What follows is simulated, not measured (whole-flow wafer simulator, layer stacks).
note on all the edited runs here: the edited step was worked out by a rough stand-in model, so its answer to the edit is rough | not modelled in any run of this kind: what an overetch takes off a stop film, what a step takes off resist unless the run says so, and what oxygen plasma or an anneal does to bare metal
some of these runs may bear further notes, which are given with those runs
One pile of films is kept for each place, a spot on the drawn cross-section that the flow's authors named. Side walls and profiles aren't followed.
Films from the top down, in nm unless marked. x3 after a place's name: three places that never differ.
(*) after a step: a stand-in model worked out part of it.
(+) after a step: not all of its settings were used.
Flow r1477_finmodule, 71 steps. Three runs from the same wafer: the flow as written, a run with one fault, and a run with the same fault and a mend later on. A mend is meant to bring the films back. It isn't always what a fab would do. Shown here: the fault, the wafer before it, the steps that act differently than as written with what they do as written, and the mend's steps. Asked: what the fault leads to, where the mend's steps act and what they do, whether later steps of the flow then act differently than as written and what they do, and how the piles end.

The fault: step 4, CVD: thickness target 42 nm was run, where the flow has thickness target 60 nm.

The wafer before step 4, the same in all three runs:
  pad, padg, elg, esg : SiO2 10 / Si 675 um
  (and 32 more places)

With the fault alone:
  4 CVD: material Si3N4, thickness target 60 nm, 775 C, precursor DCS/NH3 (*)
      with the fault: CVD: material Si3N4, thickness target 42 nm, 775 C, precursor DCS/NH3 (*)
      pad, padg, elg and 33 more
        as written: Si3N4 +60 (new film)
        with the fault: Si3N4 +42 (new film)
  Later steps of the flow that act differently than as written (3 more steps differ only slightly, by at most 2% or 0.5 nm, whichever is larger, and aren't shown):
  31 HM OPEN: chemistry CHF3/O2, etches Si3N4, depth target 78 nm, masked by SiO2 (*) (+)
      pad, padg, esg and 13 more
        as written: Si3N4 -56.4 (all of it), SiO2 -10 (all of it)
        with the fault: Si3N4 -38.4 (all of it), SiO2 -9.6
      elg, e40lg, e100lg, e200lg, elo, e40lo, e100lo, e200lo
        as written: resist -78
        with the fault: resist -57.6
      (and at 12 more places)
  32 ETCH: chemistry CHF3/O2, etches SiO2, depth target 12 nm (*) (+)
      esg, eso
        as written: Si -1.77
        with the fault: SiO2 -0.4 (all of it), Si -2.32
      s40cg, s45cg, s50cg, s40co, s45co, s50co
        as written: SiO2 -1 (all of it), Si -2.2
        with the fault: SiO2 -2.21 (all of it), Si -1.96
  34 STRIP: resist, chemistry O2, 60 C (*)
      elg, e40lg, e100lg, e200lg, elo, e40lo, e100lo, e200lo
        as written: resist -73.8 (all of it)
        with the fault: resist -94.2 (all of it)
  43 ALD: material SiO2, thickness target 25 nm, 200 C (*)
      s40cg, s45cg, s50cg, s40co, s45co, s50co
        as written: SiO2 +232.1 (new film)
        with the fault: SiO2 +224 (new film)
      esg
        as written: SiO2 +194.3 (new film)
        with the fault: SiO2 +176.8 (new film)
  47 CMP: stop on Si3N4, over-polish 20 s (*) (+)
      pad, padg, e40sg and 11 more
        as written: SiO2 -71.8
        with the fault: SiO2 -89.9
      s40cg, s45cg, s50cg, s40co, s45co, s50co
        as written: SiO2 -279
        with the fault: SiO2 -289.2
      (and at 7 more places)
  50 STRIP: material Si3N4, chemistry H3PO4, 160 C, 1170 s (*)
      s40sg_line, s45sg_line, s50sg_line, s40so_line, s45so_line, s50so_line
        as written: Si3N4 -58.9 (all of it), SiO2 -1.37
        with the fault: Si3N4 -40.9 (all of it), SiO2 -1.93
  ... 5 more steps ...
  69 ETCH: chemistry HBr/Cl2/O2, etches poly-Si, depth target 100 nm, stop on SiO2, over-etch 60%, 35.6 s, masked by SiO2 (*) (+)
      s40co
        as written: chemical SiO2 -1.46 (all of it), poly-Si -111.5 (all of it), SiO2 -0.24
        with the fault: chemical SiO2 -1.46 (all of it), poly-Si -131.5 (all of it), SiO2 -0.14
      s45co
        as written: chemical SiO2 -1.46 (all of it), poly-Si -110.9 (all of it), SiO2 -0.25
        with the fault: chemical SiO2 -1.46 (all of it), poly-Si -131.5 (all of it), SiO2 -0.14
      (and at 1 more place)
  At the end the piles differ from the flow's by more than 2% or 0.5 nm, whichever is larger, at pad, padg, elg and 27 more.
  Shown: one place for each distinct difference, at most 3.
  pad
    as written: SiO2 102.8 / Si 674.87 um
    with the fault: SiO2 84.7 / Si 674.87 um
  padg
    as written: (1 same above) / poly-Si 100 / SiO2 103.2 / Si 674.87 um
    with the fault: (1 same above) / poly-Si 100 / SiO2 85.2 / Si 674.87 um
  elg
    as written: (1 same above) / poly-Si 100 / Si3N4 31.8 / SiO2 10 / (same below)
    with the fault: (1 same above) / poly-Si 100 / Si3N4 13.8 / SiO2 10 / (same below)

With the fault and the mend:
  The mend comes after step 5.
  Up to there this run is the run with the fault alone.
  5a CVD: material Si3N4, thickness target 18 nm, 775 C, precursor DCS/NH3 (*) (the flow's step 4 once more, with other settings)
      pad, padg, elg and 33 more
        Si3N4 +18
  No later step of the flow acts differently than as written at any place that is followed.
  At the end the piles are the same as the flow's at every place that both follow.
